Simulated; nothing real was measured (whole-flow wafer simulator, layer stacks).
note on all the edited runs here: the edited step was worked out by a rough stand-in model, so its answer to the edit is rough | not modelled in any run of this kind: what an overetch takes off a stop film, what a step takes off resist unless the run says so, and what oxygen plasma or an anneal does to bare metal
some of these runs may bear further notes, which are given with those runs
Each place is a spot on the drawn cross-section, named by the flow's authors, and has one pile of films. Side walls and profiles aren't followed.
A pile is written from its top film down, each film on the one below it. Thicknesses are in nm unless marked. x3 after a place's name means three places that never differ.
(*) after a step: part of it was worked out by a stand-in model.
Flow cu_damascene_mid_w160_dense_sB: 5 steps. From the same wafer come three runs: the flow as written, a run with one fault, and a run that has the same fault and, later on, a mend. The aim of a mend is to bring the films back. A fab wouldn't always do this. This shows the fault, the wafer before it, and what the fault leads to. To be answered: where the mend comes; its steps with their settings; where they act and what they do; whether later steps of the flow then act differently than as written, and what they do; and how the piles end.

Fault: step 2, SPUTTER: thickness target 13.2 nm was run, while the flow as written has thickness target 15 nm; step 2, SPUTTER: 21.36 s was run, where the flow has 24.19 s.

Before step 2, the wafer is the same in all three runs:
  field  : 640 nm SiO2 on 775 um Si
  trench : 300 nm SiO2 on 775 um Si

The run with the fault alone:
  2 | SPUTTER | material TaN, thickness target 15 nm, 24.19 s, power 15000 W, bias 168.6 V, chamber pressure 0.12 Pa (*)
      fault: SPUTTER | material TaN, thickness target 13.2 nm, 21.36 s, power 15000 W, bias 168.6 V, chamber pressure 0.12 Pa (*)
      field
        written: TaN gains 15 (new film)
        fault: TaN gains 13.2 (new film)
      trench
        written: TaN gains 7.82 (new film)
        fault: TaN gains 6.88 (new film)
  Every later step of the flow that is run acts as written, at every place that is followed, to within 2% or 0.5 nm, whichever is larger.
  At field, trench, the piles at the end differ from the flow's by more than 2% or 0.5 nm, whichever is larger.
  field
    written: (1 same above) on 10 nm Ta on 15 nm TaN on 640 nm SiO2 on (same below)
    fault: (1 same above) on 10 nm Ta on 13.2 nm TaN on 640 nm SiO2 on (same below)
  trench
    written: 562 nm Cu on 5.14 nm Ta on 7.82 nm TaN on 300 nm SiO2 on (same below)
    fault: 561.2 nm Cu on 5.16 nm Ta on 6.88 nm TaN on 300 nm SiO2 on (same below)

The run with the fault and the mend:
  The mend stands after step 2.
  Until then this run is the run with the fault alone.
  2a | SPUTTER | material TaN, thickness target 1.755 nm, 2.83 s, power 15000 W, bias 168.6 V, chamber pressure 0.12 Pa (*) (the flow's step 2, run once more with other settings)
      field
        TaN gains 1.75
      trench
        TaN gains 0.89
  Every later step of the flow that is run acts as written at every place that is followed.
  At the end the piles are close to the flow's at the places that both follow, differing by at most 2% or 0.5 nm, whichever is larger.
